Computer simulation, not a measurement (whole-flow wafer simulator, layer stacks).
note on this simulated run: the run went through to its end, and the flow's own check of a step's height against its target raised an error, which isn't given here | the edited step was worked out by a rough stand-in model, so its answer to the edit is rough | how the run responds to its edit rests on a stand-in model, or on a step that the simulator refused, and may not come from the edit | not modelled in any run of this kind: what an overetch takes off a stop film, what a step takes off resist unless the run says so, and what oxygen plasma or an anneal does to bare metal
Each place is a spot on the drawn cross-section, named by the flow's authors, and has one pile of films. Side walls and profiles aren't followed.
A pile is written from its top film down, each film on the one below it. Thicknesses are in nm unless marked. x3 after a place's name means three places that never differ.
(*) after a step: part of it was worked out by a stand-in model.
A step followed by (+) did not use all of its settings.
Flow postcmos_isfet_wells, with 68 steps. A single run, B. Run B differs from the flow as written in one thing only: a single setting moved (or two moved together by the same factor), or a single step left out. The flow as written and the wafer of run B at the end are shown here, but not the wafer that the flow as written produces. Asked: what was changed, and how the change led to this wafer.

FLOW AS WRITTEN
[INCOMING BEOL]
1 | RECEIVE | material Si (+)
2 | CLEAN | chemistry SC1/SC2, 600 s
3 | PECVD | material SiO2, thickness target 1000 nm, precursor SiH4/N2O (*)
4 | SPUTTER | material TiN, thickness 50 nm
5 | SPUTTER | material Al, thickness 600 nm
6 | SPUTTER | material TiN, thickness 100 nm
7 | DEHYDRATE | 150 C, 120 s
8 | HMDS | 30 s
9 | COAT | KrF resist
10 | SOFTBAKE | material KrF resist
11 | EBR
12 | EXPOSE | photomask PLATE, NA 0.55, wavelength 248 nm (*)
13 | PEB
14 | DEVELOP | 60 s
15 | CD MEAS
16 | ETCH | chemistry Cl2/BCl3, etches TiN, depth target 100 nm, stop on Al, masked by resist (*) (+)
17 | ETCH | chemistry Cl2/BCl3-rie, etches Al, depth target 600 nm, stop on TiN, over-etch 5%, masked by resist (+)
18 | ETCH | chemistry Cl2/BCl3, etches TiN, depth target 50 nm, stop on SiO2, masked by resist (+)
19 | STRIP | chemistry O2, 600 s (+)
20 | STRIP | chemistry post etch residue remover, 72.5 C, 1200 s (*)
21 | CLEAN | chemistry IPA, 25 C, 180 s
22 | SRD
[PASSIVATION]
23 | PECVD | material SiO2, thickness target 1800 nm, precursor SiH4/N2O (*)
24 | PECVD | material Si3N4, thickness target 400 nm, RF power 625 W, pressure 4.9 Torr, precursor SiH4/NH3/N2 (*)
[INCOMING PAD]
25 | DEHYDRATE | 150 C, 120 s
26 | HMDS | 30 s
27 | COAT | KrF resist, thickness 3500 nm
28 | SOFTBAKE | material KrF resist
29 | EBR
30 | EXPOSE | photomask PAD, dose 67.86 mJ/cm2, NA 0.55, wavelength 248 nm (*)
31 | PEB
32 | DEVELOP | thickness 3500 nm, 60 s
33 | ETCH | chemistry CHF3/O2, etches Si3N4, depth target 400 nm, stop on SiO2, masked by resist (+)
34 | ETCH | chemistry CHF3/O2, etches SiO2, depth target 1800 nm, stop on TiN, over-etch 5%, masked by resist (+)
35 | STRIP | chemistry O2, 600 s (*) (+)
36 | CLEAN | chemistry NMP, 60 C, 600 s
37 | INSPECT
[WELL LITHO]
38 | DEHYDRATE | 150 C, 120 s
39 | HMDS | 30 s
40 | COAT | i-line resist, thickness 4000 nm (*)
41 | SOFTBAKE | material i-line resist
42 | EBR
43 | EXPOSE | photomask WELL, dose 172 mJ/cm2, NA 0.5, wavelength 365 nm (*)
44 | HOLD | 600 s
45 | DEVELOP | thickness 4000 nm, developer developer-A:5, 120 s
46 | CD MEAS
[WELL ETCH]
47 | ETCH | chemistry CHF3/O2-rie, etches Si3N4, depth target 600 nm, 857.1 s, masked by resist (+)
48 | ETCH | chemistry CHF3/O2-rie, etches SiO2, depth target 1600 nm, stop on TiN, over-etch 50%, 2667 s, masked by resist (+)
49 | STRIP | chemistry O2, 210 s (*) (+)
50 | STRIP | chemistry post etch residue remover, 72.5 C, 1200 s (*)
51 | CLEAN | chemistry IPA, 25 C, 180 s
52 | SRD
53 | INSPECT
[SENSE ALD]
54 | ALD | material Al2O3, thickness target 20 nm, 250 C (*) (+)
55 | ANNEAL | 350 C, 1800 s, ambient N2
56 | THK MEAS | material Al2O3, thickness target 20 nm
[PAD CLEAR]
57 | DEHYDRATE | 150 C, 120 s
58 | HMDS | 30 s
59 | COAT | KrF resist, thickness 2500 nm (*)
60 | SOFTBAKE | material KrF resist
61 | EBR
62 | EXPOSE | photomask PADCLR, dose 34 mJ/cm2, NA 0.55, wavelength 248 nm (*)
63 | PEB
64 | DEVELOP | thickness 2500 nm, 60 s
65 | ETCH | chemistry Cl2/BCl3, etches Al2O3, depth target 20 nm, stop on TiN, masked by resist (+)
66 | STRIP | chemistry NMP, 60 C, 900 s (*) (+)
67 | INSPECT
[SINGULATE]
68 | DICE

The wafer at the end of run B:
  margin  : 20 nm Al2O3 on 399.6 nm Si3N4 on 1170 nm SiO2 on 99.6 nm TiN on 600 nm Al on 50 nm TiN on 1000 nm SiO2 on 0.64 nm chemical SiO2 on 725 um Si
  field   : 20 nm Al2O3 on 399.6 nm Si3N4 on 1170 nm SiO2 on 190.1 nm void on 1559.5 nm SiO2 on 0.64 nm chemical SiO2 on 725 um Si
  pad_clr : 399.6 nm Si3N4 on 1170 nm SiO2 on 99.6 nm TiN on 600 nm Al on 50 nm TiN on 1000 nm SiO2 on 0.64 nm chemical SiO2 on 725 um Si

The reason: step 23, PECVD: thickness target 1170 nm was run, though the flow has thickness target 1800 nm.
One can read it off the wafer: margin has SiO2 1170, and step 23 as written asks for 1800 nm.

Step by step, how the change led to this:
  23 | PECVD | material SiO2, thickness target 1800 nm, precursor SiH4/N2O (*)
      margin, well900, well1300 x3, pad_rim, pad_clr, pad_open: +1170 SiO2 (new film) (in the flow as written it would be: +1800 SiO2 (new film))
      field: +1170 SiO2 (new film), +190.1 void (new film), +559.5 SiO2 (in the flow as written it would be: +1800 SiO2 (new film), +189.9 void (new film), +559.7 SiO2)
  34 | ETCH | chemistry CHF3/O2, etches SiO2, depth target 1800 nm, stop on TiN, over-etch 5%, masked by resist (+)
      field, margin, well900, well1300 x3, pad_rim, pad_clr: -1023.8 KrF resist (in the flow as written it would be: -1500 KrF resist)
      pad_open: -1170 SiO2 (all of it) (in the flow as written it would be: -1800 SiO2 (all of it))
  35 | STRIP | chemistry O2, 600 s (*) (+)
      field, margin, well900, well1300 x3, pad_rim, pad_clr: -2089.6 KrF resist (all of it) (in the flow as written it would be: -1613.3 KrF resist (all of it))
  40 | COAT | i-line resist, thickness 4000 nm (*)
      pad_clr: +3456.9 i-line resist (new film) (in the flow as written it would be: +3256.8 i-line resist (new film))
      pad_open: +4577.5 i-line resist (new film) (in the flow as written it would be: +4804.7 i-line resist (new film))
  41 | SOFTBAKE | material i-line resist
      pad_clr: -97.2 i-line resist (in the flow as written it would be: -156.7 i-line resist)
      pad_open: +85.8 i-line resist (in the flow as written it would be: +115.3 i-line resist)
  48 | ETCH | chemistry CHF3/O2-rie, etches SiO2, depth target 1600 nm, stop on TiN, over-etch 50%, 2667 s, masked by resist (+)
      well900, well1300 x3: -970 SiO2 (all of it) (in the flow as written it would be: -1600 SiO2 (all of it))
  49 | STRIP | chemistry O2, 210 s (*) (+)
      pad_clr: -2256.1 i-line resist (all of it) (in the flow as written it would be: -1996.5 i-line resist (all of it))
      pad_open: -3559.7 i-line resist (all of it) (in the flow as written it would be: -3816.3 i-line resist (all of it))
  59 | COAT | KrF resist, thickness 2500 nm (*)
      field: +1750 KrF resist (new film) (in the flow as written it would be: +1449 KrF resist (new film))
      margin: +1749.9 KrF resist (new film) (in the flow as written it would be: +1448.9 KrF resist (new film))
      (and at 3 other places as well)
  60 | SOFTBAKE | material KrF resist
      pad_clr: -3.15 KrF resist (in the flow as written it would be: -3.77 KrF resist)
  63 | PEB
      field, margin: -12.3 KrF resist (in the flow as written it would be: -10.1 KrF resist)
      pad_rim: -15 KrF resist (in the flow as written it would be: -13.9 KrF resist)
      (and at 2 other places as well)
  64 | DEVELOP | thickness 2500 nm, 60 s
      pad_clr: -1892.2 KrF resist (all of it) (in the flow as written it would be: -1676 KrF resist (all of it))
      pad_open: -2884.4 KrF resist (all of it) (in the flow as written it would be: -3045.1 KrF resist (all of it))
  66 | STRIP | chemistry NMP, 60 C, 900 s (*) (+)
      field, margin: -1698.9 KrF resist (all of it) (in the flow as written it would be: -1400.1 KrF resist (all of it))
      pad_rim: -2069.1 KrF resist (all of it) (in the flow as written it would be: -1923.7 KrF resist (all of it))
